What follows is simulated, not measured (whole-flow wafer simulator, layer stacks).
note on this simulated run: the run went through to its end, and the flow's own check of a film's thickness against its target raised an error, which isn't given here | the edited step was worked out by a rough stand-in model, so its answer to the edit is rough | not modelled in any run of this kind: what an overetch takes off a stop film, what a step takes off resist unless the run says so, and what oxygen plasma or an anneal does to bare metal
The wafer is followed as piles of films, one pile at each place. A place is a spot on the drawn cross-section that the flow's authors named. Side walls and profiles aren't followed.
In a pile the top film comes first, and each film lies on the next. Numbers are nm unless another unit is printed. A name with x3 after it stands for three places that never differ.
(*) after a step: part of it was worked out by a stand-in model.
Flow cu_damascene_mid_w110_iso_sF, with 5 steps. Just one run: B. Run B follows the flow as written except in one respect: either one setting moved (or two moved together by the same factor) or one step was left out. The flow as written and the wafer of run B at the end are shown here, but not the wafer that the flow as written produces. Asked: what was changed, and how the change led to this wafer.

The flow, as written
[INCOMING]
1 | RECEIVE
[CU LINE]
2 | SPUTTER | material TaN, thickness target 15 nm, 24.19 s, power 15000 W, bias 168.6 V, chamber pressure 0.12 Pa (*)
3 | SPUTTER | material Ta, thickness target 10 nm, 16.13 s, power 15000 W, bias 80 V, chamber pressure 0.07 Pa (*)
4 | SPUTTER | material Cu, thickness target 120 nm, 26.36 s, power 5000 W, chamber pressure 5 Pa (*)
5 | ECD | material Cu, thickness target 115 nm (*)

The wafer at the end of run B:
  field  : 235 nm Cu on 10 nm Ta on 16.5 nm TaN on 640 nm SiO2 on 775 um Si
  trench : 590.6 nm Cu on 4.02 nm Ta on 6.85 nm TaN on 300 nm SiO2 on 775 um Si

What caused this: step 2, SPUTTER: thickness target 16.5 nm was run, while the flow as written has thickness target 15 nm; step 2, SPUTTER: 26.61 s was run, where the flow has 24.19 s.
The wafer itself shows it: field has TaN 16.5, and step 2 as written asks for 15 nm.

The path from the change to this, step by step:
  2 | SPUTTER | material TaN, thickness target 15 nm, 24.19 s, power 15000 W, bias 168.6 V, chamber pressure 0.12 Pa (*)
      field: +16.5 TaN (new film) (in the flow as written it would be: +15 TaN (new film))
      trench: +6.85 TaN (new film) (in the flow as written it would be: +6.23 TaN (new film))
